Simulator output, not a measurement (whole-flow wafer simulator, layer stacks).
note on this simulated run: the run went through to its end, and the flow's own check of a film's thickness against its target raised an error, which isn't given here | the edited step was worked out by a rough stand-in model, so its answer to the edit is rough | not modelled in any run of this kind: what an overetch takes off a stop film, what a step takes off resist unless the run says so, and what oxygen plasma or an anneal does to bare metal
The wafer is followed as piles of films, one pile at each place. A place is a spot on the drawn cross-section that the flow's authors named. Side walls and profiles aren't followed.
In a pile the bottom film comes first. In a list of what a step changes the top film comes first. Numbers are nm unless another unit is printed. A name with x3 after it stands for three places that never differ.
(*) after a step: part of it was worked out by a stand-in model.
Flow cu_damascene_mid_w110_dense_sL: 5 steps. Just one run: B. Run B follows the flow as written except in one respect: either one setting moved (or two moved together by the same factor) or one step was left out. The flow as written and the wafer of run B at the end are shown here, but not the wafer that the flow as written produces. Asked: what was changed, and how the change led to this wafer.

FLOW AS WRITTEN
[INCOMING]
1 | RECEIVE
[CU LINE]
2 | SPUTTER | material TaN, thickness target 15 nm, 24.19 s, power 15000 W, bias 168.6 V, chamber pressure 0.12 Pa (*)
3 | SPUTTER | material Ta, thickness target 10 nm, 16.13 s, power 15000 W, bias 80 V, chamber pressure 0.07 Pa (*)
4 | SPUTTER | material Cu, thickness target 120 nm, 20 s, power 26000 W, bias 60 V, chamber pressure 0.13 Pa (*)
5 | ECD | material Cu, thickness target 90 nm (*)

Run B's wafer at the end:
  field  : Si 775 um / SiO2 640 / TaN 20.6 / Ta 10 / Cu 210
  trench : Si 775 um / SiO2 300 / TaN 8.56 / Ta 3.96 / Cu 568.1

The reason: step 2, SPUTTER: thickness target 20.6 nm was run, while the flow as written has thickness target 15 nm; step 2, SPUTTER: 33.26 s was run, where the flow has 24.19 s.
The wafer lets one read it off: field has TaN 20.6, and step 2 as written asks for 15 nm.

How this came from the change, step by step:
  2 | SPUTTER | material TaN, thickness target 15 nm, 24.19 s, power 15000 W, bias 168.6 V, chamber pressure 0.12 Pa (*)
      field: TaN gains 20.6 (new film) (it would be, as written: TaN gains 15 (new film))
      trench: TaN gains 8.56 (new film) (it would be, as written: TaN gains 6.23 (new film))
